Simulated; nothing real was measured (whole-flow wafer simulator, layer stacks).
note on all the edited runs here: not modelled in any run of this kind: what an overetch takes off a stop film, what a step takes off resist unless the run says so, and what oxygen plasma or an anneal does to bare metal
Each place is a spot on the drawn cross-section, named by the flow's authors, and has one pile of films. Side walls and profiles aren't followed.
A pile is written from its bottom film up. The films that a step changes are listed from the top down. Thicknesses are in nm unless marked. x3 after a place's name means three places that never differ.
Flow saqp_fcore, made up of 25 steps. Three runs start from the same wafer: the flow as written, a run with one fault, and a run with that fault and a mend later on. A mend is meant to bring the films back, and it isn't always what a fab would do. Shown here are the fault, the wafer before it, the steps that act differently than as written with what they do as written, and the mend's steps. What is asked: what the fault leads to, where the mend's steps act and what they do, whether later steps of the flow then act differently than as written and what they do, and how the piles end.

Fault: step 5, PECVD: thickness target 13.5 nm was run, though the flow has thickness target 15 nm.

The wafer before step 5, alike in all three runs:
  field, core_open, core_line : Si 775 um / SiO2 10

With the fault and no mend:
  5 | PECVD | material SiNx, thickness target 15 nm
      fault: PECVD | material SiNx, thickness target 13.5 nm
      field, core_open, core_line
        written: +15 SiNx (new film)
        fault: +13.5 SiNx (new film)
  Every later step of the flow that is run acts as written at every place that is followed.
  At field, core_open, core_line, the piles at the end differ from the flow's by more than 2% or 0.5 nm, whichever is larger.
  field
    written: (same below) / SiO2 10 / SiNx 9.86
    fault: (same below) / SiO2 10 / SiNx 8.36
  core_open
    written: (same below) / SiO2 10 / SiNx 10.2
    fault: (same below) / SiO2 10 / SiNx 8.68
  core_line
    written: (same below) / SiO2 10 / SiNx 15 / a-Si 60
    fault: (same below) / SiO2 10 / SiNx 13.5 / a-Si 60

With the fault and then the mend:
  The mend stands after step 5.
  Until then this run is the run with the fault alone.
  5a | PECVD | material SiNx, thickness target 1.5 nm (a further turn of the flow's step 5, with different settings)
      field, core_open, core_line
        +1.5 SiNx
  Every later step of the flow that is run acts as written at every place that is followed.
  By the end, the piles equal the flow's at every place that both follow.
